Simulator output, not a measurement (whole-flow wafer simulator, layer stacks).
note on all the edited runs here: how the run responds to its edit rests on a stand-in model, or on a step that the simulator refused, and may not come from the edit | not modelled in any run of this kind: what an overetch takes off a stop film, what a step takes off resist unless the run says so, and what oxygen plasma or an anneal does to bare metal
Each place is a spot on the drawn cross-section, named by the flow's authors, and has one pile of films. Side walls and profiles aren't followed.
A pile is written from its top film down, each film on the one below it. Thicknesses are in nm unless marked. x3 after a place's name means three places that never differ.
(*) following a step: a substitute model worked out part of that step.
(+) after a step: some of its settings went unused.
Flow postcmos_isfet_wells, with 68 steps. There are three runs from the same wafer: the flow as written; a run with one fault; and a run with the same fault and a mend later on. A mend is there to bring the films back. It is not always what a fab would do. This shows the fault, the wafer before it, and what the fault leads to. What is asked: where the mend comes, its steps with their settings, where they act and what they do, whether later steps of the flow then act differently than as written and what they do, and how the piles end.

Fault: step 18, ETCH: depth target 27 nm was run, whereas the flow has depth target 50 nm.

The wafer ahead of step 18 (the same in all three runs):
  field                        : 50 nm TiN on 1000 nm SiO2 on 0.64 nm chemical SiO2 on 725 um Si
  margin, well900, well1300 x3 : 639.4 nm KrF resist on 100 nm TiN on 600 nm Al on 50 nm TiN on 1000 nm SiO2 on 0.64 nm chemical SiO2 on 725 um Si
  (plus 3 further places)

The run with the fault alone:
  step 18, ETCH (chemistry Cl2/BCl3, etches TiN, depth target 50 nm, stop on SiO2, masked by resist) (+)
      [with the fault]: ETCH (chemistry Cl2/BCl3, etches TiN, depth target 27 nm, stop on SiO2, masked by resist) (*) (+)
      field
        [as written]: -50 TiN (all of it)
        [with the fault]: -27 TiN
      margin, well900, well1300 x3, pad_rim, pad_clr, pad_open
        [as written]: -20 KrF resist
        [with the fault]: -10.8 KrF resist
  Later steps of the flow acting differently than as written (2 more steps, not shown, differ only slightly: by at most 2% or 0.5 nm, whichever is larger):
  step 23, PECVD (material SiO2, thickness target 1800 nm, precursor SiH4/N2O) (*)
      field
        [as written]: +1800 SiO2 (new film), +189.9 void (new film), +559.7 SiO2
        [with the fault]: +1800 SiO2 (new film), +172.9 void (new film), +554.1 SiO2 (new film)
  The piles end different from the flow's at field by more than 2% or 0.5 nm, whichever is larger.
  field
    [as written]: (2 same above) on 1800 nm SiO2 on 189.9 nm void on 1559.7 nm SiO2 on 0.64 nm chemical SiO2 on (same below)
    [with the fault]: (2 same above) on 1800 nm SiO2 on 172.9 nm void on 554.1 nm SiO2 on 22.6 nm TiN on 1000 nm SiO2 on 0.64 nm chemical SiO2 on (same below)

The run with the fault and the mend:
  The mend stands after step 18.
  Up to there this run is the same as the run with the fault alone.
  step 18a, ETCH (chemistry Cl2/BCl3, etches TiN, depth target 23 nm, stop on SiO2, masked by resist) (the flow's step 18 again, with other settings)
      margin, well900, well1300 x3, pad_rim, pad_clr, pad_open
        -9.2 KrF resist
      field
        -23 TiN (all of it)
  Every later step of the flow that is run acts as written at every place that is followed.
  At every place that both follow, the piles at the end match the flow's.
